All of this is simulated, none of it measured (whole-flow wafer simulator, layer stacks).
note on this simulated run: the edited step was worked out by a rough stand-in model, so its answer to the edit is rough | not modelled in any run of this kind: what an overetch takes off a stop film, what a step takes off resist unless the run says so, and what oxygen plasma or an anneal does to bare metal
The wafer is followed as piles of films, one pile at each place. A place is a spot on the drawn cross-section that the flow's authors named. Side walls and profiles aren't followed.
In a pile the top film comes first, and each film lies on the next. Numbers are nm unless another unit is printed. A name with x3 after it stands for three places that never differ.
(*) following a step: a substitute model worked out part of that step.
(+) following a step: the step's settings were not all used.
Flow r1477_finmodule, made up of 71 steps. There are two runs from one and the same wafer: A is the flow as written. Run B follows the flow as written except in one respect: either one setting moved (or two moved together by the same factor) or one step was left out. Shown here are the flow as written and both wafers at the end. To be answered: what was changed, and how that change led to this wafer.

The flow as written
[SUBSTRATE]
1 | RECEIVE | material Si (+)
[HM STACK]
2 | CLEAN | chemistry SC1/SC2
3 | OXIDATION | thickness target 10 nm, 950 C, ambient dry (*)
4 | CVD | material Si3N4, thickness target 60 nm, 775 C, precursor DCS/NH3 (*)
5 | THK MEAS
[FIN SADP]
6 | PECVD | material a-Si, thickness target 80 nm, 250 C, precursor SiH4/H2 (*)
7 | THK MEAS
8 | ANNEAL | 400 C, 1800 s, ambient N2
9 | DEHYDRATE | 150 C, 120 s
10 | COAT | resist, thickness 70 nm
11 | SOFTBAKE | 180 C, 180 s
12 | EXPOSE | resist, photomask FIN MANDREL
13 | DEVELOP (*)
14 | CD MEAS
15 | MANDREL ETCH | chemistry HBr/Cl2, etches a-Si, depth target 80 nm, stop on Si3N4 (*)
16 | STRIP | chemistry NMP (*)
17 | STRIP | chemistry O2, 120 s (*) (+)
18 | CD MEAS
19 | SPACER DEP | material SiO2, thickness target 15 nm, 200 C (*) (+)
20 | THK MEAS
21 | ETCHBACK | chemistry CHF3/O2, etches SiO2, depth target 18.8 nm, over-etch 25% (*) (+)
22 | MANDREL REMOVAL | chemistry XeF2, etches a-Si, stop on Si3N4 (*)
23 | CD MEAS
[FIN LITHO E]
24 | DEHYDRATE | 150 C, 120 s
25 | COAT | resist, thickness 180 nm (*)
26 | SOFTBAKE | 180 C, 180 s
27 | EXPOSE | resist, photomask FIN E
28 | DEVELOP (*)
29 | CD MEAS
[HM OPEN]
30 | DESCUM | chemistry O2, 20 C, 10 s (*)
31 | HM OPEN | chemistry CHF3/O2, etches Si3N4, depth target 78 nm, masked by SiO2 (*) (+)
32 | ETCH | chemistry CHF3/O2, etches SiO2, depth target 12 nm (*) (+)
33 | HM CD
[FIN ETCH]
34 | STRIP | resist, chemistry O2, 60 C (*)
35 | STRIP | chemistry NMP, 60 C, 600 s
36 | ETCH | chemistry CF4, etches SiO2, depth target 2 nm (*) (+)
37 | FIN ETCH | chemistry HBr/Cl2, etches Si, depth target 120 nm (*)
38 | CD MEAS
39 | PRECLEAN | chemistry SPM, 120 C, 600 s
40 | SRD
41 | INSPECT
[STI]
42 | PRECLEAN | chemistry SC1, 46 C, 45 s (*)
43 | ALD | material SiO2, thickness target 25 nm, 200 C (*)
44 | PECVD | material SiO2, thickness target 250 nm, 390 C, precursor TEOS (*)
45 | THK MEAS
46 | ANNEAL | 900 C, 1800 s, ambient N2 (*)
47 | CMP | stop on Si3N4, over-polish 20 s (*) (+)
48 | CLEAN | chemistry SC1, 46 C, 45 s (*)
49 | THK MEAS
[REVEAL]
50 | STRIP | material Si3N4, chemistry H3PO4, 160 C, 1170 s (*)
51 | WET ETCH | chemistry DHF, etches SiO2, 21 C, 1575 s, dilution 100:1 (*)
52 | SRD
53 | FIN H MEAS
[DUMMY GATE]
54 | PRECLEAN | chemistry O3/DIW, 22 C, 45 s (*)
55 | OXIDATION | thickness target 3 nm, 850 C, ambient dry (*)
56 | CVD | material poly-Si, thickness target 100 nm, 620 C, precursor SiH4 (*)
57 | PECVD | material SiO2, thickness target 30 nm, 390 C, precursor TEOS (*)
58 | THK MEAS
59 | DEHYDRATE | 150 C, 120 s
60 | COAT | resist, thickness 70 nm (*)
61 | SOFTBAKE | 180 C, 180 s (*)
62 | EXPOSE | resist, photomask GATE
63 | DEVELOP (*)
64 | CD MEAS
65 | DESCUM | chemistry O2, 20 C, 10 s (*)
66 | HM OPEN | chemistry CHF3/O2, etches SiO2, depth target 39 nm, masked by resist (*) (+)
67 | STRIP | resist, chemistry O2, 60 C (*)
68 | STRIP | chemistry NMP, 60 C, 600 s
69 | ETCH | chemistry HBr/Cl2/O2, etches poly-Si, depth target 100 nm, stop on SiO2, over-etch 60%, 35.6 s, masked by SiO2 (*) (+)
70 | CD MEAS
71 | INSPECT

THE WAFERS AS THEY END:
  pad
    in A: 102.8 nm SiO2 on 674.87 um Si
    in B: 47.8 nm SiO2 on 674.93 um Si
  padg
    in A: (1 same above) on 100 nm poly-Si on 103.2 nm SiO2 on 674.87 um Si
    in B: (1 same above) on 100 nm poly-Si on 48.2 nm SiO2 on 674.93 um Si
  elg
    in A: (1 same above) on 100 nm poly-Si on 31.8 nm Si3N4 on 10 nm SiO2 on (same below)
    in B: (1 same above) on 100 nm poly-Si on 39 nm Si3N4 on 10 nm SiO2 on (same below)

The reason: step 37, FIN ETCH: depth target 64.8 nm was run, while the flow as written has depth target 120 nm.

The path from the change to this, step by step:
  37 | FIN ETCH | chemistry HBr/Cl2, etches Si, depth target 120 nm (*)
      pad, padg, esg and 19 more: A -120 Si | B -64.8 Si
      elg, e40lg, e100lg, e200lg, elo, e40lo, e100lo, e200lo: A -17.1 Si3N4 | B -9.26 Si3N4
      (also at 6 further places)
  43 | ALD | material SiO2, thickness target 25 nm, 200 C (*)
      s40cg, s45cg, s50cg, s40co, s45co, s50co: A +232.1 SiO2 (new film) | B +181.1 SiO2 (new film)
      esg: A +194.3 SiO2 (new film) | B +146.9 SiO2 (new film)
  47 | CMP | stop on Si3N4, over-polish 20 s (*) (+)
      pad, padg, e40sg and 11 more: A -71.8 SiO2 | B -127 SiO2
      elg, esg, e40lg and 6 more: A -241.6 SiO2 | B -249.5 SiO2
      (also at 1 further place)
  51 | WET ETCH | chemistry DHF, etches SiO2, 21 C, 1575 s, dilution 100:1 (*)
      elg, e40lg, e100lg, e200lg, elo, e40lo, e100lo, e200lo: A -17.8 SiO2 (all of it), -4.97 Si3N4 | B -9.96 SiO2 (all of it), -5.61 Si3N4
  56 | CVD | material poly-Si, thickness target 100 nm, 620 C, precursor SiH4 (*)
      esg: A +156 poly-Si (new film) | B +163.2 poly-Si (new film)
  60 | COAT | resist, thickness 70 nm (*)
      e40sg, eso, e40so: A +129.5 resist (new film) | B +136.3 resist (new film)
      e100sg, e100so: A +129.4 resist (new film) | B +136.2 resist (new film)
      (also at 2 further places)
  63 | DEVELOP (*)
      eso, e40so: A -129.5 resist (all of it) | B -136.3 resist (all of it)
      e100so: A -129.4 resist (all of it) | B -136.2 resist (all of it)
      (also at 1 further place)
  67 | STRIP | resist, chemistry O2, 60 C (*)
      e40sg: A -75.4 resist (all of it) | B -82.2 resist (all of it)
      e100sg: A -75.3 resist (all of it) | B -82.1 resist (all of it)
      (also at 1 further place)
